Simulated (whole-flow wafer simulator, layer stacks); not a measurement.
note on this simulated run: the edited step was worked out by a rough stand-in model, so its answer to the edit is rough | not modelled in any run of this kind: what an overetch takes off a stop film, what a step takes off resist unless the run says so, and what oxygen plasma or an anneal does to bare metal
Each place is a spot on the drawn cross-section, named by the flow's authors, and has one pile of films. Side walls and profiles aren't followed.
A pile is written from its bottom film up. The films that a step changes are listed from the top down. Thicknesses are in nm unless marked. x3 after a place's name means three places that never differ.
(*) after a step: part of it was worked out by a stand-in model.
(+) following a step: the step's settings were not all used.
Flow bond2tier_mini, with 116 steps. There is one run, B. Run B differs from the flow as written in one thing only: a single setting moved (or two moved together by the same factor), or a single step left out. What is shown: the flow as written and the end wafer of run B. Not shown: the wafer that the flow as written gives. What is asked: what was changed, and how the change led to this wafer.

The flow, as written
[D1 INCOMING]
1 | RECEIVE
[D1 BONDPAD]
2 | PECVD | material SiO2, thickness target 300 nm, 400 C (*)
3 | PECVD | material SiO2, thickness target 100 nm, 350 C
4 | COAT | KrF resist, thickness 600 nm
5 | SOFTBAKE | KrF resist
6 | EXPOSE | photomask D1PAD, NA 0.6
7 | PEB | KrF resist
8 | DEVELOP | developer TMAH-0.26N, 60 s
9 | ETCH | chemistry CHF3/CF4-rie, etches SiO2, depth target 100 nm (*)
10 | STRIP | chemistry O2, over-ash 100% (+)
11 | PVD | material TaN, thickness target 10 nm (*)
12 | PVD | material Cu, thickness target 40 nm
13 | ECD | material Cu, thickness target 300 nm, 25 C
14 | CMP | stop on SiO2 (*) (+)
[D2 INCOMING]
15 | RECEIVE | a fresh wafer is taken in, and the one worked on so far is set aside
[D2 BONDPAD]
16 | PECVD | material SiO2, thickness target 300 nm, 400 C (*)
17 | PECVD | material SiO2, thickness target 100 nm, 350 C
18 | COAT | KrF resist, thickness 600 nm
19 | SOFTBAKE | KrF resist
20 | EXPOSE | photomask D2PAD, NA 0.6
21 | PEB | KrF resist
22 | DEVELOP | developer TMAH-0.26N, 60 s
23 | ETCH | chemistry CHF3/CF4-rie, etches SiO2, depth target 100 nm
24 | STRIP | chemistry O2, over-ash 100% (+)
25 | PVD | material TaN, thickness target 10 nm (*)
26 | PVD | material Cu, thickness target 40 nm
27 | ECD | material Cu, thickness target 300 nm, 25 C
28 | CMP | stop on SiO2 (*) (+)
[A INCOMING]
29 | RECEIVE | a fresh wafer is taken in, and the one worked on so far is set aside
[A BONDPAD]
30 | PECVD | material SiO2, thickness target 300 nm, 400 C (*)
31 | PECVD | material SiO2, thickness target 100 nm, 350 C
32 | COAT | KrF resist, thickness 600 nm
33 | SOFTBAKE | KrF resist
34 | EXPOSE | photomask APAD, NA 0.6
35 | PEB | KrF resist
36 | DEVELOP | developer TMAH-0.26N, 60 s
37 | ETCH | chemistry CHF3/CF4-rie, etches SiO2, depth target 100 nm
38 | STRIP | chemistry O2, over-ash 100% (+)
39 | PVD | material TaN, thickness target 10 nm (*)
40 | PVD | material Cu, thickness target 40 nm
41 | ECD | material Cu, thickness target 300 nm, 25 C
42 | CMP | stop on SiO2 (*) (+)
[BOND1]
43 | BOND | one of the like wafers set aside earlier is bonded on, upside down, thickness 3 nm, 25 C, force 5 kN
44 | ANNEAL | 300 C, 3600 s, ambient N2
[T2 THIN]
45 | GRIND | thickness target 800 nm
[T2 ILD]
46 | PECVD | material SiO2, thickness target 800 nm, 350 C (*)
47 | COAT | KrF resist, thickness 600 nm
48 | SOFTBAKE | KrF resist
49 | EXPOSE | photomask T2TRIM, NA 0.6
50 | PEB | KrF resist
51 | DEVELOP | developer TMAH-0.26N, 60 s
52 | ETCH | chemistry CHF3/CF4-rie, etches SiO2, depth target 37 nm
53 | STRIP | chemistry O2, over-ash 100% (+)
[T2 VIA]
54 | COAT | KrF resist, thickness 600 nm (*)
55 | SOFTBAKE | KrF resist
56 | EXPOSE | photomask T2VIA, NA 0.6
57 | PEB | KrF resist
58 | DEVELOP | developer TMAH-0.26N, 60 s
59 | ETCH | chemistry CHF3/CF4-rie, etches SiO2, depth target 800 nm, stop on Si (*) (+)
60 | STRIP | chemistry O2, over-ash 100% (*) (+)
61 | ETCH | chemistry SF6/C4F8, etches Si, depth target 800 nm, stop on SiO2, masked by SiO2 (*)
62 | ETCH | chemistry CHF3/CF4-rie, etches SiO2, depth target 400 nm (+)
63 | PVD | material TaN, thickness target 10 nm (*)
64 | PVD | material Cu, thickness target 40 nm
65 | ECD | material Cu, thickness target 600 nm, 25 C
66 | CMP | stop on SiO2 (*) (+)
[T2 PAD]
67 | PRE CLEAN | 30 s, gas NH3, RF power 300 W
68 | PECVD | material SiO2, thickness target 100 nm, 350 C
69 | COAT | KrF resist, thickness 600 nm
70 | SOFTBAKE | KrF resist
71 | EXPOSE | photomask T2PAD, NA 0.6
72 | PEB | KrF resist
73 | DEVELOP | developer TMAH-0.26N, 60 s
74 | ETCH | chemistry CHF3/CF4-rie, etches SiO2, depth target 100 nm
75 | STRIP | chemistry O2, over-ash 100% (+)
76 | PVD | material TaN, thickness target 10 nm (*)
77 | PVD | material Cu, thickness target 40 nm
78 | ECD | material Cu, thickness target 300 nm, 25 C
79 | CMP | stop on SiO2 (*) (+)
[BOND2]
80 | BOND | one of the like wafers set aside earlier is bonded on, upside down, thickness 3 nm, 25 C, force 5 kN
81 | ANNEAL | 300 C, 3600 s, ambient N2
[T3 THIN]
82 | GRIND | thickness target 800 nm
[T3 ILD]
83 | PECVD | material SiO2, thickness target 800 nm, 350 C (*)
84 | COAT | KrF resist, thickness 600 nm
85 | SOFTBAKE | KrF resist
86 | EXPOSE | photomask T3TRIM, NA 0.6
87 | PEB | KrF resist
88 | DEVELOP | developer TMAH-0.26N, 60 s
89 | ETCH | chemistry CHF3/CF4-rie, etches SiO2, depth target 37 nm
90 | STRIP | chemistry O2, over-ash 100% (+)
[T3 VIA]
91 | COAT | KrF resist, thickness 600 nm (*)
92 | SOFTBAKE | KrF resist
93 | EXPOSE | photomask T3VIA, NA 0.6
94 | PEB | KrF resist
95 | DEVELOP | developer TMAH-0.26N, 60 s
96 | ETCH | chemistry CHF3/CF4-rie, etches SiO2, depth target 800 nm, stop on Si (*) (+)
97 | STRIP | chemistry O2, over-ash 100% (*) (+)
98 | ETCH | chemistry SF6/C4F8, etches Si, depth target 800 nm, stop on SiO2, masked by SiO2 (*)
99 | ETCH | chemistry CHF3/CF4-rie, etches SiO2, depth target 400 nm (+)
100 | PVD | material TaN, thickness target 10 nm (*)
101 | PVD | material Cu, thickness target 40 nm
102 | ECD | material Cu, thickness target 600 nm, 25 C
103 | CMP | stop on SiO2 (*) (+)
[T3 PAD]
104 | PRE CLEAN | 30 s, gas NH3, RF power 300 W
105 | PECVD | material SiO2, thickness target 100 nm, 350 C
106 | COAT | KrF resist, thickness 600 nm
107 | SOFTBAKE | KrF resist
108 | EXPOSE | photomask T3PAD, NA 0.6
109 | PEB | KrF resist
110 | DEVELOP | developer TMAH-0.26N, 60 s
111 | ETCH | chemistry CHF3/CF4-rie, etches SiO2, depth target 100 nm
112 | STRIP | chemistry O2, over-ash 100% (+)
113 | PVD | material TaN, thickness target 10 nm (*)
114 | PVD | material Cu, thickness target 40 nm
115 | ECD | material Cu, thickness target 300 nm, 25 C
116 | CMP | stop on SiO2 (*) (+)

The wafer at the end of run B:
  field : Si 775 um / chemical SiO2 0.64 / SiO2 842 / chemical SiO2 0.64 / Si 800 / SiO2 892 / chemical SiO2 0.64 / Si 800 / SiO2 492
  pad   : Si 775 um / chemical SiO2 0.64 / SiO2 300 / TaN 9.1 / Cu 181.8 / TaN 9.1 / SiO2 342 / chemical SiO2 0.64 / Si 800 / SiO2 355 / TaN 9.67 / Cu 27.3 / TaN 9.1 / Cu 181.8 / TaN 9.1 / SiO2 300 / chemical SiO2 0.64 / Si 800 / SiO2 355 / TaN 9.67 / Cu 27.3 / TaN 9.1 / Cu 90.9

What caused this: step 2, PECVD: thickness target 342 nm was run, whereas the flow has thickness target 300 nm.
The wafer itself shows it: pad has SiO2 342, and step 2 as written asks for 300 nm.

How this came from the change, step by step:
  2 | PECVD | material SiO2, thickness target 300 nm, 400 C (*)
      field, pad, via: SiO2 gains 342 (new film) (in the flow as written it would be: SiO2 gains 300 (new film))
  43 | BOND | one of the like wafers set aside earlier is bonded on, upside down, thickness 3 nm, 25 C, force 5 kN
      field: Si gains 775 um (new film), chemical SiO2 gains 0.64 (new film), SiO2 gains 442 (in the flow as written it would be: Si gains 775 um (new film), chemical SiO2 gains 0.64 (new film), SiO2 gains 400)
      pad: Si gains 775 um (new film), chemical SiO2 gains 0.64 (new film), SiO2 gains 342 (new film), TaN gains 9.1 (new film), Cu gains 90.9 (in the flow as written it would be: Si gains 775 um (new film), chemical SiO2 gains 0.64 (new film), SiO2 gains 300 (new film), TaN gains 9.1 (new film), Cu gains 90.9)
      (and at 1 other place as well)
